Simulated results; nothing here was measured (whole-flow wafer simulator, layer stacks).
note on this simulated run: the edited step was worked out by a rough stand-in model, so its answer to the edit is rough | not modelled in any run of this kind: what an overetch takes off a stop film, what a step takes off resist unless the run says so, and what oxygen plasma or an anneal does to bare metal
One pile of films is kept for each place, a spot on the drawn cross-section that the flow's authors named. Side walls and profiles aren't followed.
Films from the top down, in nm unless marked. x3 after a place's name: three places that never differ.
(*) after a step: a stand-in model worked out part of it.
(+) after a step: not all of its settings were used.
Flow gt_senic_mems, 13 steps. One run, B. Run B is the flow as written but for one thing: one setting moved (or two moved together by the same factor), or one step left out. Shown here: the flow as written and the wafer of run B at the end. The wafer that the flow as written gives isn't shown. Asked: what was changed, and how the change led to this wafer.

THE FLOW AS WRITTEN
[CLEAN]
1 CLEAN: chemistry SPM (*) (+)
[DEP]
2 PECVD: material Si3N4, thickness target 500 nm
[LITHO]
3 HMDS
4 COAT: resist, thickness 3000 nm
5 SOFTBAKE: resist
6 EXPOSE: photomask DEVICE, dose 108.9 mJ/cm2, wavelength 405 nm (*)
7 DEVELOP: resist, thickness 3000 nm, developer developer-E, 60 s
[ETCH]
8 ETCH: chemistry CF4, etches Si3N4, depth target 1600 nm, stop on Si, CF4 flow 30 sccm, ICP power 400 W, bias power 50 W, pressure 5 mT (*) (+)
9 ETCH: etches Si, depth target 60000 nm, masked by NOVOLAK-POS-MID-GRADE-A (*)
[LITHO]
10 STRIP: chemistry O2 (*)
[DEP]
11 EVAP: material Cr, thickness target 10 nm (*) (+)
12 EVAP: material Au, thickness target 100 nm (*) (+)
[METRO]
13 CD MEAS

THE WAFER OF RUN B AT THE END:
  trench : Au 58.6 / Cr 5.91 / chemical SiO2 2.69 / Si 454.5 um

The cause: step 9, ETCH: depth target 70500 nm was run, where the flow has depth target 60000 nm.

How the change led to this, step by step:
  9 ETCH: etches Si, depth target 60000 nm, masked by NOVOLAK-POS-MID-GRADE-A (*)
      field: resist -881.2 (as written it would be: resist -750)
      trench: Si -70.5 um (as written it would be: Si -60 um)
  10 STRIP: chemistry O2 (*)
      field: resist -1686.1 (all of it) (as written it would be: resist -1817.3 (all of it))
  11 EVAP: material Cr, thickness target 10 nm (*) (+)
      trench: Cr +5.91 (new film) (as written it would be: Cr +6.45 (new film))
  12 EVAP: material Au, thickness target 100 nm (*) (+)
      trench: Au +58.6 (new film) (as written it would be: Au +64.1 (new film))
